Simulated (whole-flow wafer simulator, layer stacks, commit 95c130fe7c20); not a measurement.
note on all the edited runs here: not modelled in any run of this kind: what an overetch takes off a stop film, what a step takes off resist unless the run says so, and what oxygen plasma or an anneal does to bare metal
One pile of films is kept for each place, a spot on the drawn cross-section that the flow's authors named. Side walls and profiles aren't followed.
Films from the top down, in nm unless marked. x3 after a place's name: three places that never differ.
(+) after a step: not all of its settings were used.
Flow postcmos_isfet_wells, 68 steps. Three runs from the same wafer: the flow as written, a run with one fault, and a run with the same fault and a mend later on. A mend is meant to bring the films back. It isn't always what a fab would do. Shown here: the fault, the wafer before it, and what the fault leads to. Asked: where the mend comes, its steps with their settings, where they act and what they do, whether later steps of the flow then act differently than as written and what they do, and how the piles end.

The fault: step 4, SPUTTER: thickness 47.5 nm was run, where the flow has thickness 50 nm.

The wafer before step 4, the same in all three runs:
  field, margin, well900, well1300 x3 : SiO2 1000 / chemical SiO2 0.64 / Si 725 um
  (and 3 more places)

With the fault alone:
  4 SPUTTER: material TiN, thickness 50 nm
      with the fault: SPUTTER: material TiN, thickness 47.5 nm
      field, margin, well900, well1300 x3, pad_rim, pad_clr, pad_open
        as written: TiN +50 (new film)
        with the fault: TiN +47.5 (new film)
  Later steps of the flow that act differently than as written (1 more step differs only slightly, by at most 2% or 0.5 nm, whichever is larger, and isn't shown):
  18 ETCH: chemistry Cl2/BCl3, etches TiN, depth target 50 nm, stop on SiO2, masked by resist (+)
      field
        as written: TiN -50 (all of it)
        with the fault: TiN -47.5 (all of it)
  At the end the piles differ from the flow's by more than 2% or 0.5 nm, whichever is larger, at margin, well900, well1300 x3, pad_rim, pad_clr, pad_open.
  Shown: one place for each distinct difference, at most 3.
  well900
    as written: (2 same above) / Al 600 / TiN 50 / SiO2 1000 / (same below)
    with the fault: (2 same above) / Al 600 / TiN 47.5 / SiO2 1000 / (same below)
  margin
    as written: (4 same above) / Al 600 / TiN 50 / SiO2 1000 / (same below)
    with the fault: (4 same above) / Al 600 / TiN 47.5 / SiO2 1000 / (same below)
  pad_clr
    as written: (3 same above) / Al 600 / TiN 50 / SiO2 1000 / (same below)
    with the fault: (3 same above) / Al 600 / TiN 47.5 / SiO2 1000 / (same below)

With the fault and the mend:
  The mend comes after step 4.
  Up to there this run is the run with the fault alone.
  4a SPUTTER: material TiN, thickness 2.5 nm (the flow's step 4 once more, with other settings)
      field, margin, well900, well1300 x3, pad_rim, pad_clr, pad_open
        TiN +2.5
  No later step of the flow acts differently than as written at any place that is followed.
  At the end the piles are the same as the flow's at every place that both follow.
